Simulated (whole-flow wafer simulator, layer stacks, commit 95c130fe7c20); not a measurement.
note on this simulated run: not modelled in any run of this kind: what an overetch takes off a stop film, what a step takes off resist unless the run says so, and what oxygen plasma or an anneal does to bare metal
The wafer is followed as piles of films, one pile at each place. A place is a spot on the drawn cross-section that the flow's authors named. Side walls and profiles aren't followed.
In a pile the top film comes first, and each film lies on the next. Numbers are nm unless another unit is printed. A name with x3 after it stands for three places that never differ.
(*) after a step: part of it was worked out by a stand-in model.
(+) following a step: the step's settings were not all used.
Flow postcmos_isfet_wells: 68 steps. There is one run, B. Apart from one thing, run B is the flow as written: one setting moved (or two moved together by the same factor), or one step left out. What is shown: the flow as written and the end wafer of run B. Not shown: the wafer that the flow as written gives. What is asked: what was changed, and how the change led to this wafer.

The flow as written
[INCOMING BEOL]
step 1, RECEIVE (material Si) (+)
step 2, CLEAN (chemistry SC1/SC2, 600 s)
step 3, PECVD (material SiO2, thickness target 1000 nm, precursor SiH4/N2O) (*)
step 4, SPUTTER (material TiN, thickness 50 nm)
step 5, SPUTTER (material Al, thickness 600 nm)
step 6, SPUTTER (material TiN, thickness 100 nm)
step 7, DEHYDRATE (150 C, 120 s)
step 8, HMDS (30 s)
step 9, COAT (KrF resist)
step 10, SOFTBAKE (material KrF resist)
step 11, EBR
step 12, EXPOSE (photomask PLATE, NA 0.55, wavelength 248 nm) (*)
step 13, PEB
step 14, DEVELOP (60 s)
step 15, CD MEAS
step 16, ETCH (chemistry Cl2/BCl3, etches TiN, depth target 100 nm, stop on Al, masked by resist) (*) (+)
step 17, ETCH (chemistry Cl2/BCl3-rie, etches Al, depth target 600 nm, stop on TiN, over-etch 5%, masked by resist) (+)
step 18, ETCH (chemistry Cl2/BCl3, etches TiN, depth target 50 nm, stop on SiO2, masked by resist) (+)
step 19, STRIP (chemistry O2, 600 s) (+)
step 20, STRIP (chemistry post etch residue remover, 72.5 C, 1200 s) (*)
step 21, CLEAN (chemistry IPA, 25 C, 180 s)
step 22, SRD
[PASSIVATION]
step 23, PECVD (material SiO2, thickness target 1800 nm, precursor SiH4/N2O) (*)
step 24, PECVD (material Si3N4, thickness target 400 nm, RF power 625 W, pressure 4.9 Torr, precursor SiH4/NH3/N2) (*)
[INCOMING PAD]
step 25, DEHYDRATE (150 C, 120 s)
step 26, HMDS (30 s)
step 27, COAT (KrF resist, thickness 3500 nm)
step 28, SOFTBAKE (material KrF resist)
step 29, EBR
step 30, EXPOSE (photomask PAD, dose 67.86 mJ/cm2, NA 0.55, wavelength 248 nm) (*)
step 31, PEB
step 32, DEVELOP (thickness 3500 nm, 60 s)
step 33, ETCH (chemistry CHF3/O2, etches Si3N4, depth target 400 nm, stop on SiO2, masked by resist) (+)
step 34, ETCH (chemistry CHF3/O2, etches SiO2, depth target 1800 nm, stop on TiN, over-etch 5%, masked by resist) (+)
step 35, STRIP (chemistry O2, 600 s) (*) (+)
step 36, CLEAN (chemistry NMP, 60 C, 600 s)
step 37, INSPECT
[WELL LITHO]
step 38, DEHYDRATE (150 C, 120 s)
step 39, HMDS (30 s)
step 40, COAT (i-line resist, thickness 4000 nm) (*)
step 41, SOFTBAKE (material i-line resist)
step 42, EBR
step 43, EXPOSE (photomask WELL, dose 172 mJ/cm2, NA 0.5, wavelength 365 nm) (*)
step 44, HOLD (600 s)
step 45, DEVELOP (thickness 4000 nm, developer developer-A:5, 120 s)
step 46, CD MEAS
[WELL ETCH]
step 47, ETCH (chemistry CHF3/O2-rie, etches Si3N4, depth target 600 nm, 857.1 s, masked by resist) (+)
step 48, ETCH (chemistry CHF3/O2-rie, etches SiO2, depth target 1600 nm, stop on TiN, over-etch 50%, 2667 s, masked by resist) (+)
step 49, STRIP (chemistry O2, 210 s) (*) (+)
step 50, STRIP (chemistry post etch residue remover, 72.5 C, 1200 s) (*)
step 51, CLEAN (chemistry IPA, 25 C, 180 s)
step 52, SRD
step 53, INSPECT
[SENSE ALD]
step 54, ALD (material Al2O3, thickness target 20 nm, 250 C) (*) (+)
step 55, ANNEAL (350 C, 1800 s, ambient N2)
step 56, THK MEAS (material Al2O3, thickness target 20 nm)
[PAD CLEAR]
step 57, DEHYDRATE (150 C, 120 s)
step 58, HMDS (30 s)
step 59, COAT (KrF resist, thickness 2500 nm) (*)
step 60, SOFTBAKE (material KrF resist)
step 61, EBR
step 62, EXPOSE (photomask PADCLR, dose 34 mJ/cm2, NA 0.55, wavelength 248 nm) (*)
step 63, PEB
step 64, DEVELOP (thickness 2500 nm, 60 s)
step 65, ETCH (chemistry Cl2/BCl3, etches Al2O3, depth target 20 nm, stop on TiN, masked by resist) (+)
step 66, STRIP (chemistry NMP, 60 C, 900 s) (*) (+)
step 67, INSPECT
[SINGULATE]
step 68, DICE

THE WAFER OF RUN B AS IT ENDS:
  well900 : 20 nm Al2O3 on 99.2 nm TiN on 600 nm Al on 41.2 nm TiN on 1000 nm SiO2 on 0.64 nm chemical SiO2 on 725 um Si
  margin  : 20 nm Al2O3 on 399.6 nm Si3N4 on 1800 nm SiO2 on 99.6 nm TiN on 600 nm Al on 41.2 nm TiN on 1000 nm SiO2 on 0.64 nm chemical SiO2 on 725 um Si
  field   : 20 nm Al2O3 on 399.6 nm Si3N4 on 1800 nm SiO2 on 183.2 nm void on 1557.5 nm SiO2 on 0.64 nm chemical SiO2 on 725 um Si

Cause: step 4, SPUTTER: thickness 41.2 nm was run, whereas the flow has thickness 50 nm.
One can read it off the wafer: well900 has TiN 41.2, and step 4 as written asks for 50 nm.

The path from the change to this, step by step:
  step 4, SPUTTER (material TiN, thickness 50 nm)
      field, margin, well900, well1300 x3, pad_rim, pad_clr, pad_open: TiN gains 41.2 (new film) (in the flow as written it would be: TiN gains 50 (new film))
  step 18, ETCH (chemistry Cl2/BCl3, etches TiN, depth target 50 nm, stop on SiO2, masked by resist) (+)
      field: TiN loses 41.2 (all of it) (in the flow as written it would be: TiN loses 50 (all of it))
  step 23, PECVD (material SiO2, thickness target 1800 nm, precursor SiH4/N2O) (*)
      field: SiO2 gains 1800 (new film), void gains 183.2 (new film), SiO2 gains 557.5 (in the flow as written it would be: SiO2 gains 1800 (new film), void gains 189.9 (new film), SiO2 gains 559.7)
